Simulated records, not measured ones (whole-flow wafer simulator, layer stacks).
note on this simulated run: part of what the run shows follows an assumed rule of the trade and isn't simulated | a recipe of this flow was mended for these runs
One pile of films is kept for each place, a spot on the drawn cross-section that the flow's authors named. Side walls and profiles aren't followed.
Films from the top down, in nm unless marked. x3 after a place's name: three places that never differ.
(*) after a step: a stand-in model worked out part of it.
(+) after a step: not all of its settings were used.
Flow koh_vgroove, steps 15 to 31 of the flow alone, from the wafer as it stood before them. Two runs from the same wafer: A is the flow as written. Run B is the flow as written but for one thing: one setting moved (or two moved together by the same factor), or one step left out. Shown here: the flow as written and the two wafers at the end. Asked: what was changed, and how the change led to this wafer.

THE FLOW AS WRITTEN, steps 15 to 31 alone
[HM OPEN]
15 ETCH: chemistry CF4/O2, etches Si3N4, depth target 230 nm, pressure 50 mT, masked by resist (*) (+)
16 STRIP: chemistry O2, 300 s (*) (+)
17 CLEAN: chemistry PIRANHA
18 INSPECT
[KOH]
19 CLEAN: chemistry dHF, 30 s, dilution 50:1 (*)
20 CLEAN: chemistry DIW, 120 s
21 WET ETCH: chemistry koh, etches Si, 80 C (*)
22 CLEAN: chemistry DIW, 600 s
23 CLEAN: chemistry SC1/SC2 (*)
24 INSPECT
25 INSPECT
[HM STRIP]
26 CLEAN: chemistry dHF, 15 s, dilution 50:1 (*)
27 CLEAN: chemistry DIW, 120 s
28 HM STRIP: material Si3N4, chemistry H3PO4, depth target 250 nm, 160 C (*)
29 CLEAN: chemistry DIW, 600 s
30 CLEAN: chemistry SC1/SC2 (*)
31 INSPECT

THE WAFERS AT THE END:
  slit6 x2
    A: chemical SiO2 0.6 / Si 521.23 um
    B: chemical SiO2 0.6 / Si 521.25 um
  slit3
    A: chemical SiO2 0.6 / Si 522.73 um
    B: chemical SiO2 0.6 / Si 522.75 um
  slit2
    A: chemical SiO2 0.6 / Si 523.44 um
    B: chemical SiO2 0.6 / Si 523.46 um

The cause: step 15, ETCH: depth target 212.9 nm was run, where the flow has depth target 230 nm.

How the change led to this, step by step:
  15 ETCH: chemistry CF4/O2, etches Si3N4, depth target 230 nm, pressure 50 mT, masked by resist (*) (+)
      slit3, slit2, slit6 x2: A Si3N4 -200 (all of it), chemical SiO2 -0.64 (all of it), Si -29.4 | B Si3N4 -200 (all of it), chemical SiO2 -0.64 (all of it), Si -12.3
      field: A i-line-resist -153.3 | B i-line-resist -141.9
